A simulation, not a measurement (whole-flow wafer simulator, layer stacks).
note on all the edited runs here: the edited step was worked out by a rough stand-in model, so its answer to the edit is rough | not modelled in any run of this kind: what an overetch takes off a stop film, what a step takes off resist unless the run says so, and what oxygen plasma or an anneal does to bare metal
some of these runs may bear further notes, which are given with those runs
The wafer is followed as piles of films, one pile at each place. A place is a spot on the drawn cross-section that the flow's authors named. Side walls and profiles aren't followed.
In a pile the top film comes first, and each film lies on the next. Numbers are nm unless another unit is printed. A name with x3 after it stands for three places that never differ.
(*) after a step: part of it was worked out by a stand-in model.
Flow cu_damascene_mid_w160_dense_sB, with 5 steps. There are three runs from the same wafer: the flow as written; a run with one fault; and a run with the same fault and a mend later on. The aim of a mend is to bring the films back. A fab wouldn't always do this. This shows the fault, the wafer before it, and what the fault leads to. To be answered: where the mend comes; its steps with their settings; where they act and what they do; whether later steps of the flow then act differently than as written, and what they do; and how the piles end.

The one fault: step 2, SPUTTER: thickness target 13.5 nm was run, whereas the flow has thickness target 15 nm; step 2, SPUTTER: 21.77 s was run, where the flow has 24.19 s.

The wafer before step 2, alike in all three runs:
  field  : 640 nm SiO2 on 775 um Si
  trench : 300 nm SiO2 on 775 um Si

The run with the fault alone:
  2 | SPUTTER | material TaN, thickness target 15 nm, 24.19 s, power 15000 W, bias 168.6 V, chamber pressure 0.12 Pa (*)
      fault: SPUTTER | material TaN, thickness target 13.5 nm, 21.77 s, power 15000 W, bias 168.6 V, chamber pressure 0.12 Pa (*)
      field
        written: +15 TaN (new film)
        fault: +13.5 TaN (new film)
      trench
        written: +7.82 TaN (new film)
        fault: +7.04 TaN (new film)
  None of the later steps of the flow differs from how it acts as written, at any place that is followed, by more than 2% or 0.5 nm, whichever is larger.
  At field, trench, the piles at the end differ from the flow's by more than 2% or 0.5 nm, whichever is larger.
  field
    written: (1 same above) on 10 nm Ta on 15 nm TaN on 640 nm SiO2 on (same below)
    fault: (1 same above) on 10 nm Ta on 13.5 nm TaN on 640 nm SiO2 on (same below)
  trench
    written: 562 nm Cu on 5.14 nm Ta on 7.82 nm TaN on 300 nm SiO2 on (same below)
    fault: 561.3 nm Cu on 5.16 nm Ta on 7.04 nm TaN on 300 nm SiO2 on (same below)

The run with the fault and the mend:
  The mend stands after step 2.
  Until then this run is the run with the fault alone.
  2a | SPUTTER | material TaN, thickness target 1.5 nm, 2.419 s, power 15000 W, bias 168.6 V, chamber pressure 0.12 Pa (*) (the flow's step 2, run once more with other settings)
      field
        +1.5 TaN
      trench
        +0.76 TaN
  None of the later steps of the flow differs from how it acts as written, at any place that is followed, by more than 2% or 0.5 nm, whichever is larger.
  The piles end only slightly different from the flow's at the places that both follow, by no more than 2% or 0.5 nm, whichever is larger.
